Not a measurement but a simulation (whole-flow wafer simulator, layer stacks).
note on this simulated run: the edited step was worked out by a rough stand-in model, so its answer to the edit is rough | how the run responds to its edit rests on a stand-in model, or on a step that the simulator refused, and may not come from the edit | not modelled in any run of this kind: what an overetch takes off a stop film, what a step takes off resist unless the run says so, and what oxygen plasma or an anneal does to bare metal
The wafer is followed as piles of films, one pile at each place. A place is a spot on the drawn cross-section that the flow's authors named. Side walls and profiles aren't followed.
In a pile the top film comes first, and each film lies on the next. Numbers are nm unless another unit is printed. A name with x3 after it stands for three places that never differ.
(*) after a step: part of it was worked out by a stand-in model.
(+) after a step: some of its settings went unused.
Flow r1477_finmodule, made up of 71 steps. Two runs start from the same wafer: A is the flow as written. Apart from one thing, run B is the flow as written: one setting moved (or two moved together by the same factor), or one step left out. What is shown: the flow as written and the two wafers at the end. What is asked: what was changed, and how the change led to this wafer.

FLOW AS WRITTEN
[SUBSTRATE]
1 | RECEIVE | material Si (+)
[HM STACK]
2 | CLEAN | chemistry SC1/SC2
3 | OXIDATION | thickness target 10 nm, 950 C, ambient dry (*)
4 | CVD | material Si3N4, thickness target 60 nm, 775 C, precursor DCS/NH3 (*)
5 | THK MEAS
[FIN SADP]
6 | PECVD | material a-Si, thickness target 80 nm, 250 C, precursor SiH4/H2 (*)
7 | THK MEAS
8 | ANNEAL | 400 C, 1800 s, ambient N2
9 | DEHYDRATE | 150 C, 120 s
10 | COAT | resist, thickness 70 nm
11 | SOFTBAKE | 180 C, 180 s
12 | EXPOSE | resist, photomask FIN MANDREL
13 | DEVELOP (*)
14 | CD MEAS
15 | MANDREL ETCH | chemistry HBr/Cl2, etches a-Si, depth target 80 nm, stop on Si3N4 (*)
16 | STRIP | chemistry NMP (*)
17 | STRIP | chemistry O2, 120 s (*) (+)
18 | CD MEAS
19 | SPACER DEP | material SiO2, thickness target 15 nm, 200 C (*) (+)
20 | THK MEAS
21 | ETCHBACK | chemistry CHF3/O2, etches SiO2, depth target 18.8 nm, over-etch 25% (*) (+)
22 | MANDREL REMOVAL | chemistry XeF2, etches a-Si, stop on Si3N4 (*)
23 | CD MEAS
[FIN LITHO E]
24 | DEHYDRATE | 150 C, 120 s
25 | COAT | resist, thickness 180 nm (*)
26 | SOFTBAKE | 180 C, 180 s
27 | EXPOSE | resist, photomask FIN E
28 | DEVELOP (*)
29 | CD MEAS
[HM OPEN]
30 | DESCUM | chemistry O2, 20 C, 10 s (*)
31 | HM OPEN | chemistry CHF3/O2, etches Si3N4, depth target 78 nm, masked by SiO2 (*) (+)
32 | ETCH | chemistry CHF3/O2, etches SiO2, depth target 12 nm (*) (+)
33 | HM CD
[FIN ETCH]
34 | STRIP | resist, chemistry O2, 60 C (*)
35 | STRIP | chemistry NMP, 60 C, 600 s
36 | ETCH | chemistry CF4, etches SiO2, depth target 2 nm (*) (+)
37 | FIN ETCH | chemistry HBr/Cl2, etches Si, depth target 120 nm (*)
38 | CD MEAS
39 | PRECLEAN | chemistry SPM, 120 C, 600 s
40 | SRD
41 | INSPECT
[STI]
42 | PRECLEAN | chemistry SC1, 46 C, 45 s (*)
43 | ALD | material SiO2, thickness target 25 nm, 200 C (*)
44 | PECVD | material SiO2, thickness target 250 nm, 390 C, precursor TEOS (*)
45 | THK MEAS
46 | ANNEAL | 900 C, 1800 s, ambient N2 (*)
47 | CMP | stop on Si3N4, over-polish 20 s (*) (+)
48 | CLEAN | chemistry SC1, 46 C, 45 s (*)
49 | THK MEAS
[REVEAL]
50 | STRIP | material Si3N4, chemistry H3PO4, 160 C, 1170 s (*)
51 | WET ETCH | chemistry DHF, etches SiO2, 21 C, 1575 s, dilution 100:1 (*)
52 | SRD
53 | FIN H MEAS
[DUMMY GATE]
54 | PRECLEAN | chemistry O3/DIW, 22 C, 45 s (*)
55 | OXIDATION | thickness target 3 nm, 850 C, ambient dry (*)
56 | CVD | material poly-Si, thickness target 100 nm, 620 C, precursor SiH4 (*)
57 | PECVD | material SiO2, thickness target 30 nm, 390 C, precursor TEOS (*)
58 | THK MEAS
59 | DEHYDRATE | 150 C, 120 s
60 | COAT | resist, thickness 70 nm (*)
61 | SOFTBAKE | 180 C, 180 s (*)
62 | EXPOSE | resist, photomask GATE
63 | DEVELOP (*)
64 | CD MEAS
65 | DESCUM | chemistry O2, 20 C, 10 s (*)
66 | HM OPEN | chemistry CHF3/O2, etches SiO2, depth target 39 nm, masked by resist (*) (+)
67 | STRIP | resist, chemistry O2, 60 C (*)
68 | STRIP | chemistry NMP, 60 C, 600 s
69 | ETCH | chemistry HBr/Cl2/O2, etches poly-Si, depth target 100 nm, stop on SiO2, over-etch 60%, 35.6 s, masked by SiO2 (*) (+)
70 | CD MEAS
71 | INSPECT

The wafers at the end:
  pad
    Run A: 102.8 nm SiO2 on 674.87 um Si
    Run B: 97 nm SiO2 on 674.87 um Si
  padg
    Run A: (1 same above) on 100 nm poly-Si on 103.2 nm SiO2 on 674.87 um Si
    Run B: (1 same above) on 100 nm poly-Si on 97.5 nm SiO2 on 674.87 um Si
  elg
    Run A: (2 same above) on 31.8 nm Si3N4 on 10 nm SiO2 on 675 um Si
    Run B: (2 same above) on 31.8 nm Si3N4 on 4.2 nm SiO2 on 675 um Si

The reason: step 3, OXIDATION: thickness target 4.2 nm was run, whereas the flow has thickness target 10 nm.
The wafer lets one read it off: elg has SiO2 4.2, and step 3 as written asks for 10 nm.

Step by step, how the change led to this:
  3 | OXIDATION | thickness target 10 nm, 950 C, ambient dry (*)
      pad, padg, elg and 33 more: A SiO2 gains 10 (new film), chemical SiO2 loses 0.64 (all of it), Si loses 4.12 | B SiO2 gains 4.2 (new film), chemical SiO2 loses 0.64 (all of it), Si loses 1.56
  31 | HM OPEN | chemistry CHF3/O2, etches Si3N4, depth target 78 nm, masked by SiO2 (*) (+)
      s40cg, s45cg, s50cg, s40co, s45co, s50co: A Si3N4 loses 60 (all of it), SiO2 loses 9 | B Si3N4 loses 60 (all of it), SiO2 loses 4.2 (all of it)
      pad, padg, esg and 13 more: A Si3N4 loses 56.4 (all of it), SiO2 loses 10 (all of it) | B Si3N4 loses 56.4 (all of it), SiO2 loses 4.2 (all of it)
  32 | ETCH | chemistry CHF3/O2, etches SiO2, depth target 12 nm (*) (+)
      s40cg, s40co: A SiO2 loses 1 (all of it), Si loses 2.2 | B Si loses 2.1
      s45cg, s45co: A SiO2 loses 1 (all of it), Si loses 2.2 | B Si loses 2.13
      (as well as at 2 more places)
  43 | ALD | material SiO2, thickness target 25 nm, 200 C (*)
      s40cg, s45cg, s40co, s45co: A SiO2 gains 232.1 (new film) | B SiO2 gains 226.2 (new film)
      s50cg, s50co: A SiO2 gains 232.1 (new film) | B SiO2 gains 226.3 (new film)
      (as well as at 1 more place)
  47 | CMP | stop on Si3N4, over-polish 20 s (*) (+)
      pad, padg, e40sg and 11 more: A SiO2 loses 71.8 | B SiO2 loses 77.6
      eso: A SiO2 loses 72.4 | B SiO2 loses 78.2
  51 | WET ETCH | chemistry DHF, etches SiO2, 21 C, 1575 s, dilution 100:1 (*)
      s40sg_line, s45sg_line, s50sg_line, s40so_line, s45so_line, s50so_line: A SiO2 loses 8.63 (all of it) | B SiO2 loses 2.83 (all of it)
  56 | CVD | material poly-Si, thickness target 100 nm, 620 C, precursor SiH4 (*)
      s40cg, s40co: A poly-Si gains 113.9 (new film) | B poly-Si gains 121.7 (new film)
      s45cg, s45co: A poly-Si gains 113.4 (new film) | B poly-Si gains 119.2 (new film)
      (as well as at 2 more places)
  60 | COAT | resist, thickness 70 nm (*)
      s40cg, s40co: A resist gains 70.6 (new film) | B resist gains 68.9 (new film)
      s40sg, s40so: A resist gains 91 (new film) | B resist gains 97.1 (new film)
      (as well as at 4 more places)
  63 | DEVELOP (*)
      s40co: A resist loses 70.6 (all of it) | B resist loses 68.9 (all of it)
      s40so: A resist loses 91 (all of it) | B resist loses 97.1 (all of it)
      (as well as at 2 more places)
  67 | STRIP | resist, chemistry O2, 60 C (*)
      s40cg: A resist loses 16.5 (all of it) | B resist loses 14.7 (all of it)
      s40sg: A resist loses 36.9 (all of it) | B resist loses 43 (all of it)
      (as well as at 2 more places)
  69 | ETCH | chemistry HBr/Cl2/O2, etches poly-Si, depth target 100 nm, stop on SiO2, over-etch 60%, 35.6 s, masked by SiO2 (*) (+)
      s40co: A chemical SiO2 loses 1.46 (all of it), poly-Si loses 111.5 (all of it), SiO2 loses 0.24 | B chemical SiO2 loses 1.46 (all of it), poly-Si loses 119.3 (all of it), SiO2 loses 0.2
      s45co: A chemical SiO2 loses 1.46 (all of it), poly-Si loses 110.9 (all of it), SiO2 loses 0.25 | B chemical SiO2 loses 1.46 (all of it), poly-Si loses 116.7 (all of it), SiO2 loses 0.22
      (as well as at 1 more place)
